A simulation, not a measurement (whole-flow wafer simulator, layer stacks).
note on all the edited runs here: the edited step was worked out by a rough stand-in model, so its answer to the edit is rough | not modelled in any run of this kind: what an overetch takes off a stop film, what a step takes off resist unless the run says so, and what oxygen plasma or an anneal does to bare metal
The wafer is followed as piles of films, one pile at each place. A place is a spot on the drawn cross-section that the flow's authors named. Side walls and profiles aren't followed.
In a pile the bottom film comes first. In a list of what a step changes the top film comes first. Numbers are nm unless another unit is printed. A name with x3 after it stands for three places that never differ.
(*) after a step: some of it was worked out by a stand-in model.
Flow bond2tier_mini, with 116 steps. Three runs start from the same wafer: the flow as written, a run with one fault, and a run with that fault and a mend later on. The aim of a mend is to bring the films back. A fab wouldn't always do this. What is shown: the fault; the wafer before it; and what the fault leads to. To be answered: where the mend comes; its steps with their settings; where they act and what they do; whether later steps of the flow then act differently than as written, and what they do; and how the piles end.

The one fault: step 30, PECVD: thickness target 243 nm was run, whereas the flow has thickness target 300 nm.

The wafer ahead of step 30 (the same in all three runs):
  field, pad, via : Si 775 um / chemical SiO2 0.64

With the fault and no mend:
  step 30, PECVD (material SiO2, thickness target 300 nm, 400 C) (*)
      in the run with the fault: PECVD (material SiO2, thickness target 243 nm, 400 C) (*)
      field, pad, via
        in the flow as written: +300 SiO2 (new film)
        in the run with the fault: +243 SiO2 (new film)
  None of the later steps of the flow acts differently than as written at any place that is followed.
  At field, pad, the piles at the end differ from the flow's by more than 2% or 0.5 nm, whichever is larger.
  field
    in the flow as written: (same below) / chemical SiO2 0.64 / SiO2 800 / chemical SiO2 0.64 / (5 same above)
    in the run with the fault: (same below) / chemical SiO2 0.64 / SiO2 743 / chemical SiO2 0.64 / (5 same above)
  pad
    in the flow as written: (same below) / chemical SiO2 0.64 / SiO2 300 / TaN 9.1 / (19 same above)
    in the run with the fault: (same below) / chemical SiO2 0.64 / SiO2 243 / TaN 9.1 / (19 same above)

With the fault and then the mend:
  The mend stands after step 30.
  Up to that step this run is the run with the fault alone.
  step 30a, PECVD (material SiO2, thickness target 57 nm, 400 C) (a further turn of the flow's step 30, with different settings)
      field, pad, via
        +57 SiO2
  None of the later steps of the flow acts differently than as written at any place that is followed.
  By the end, the piles equal the flow's at every place that both follow.
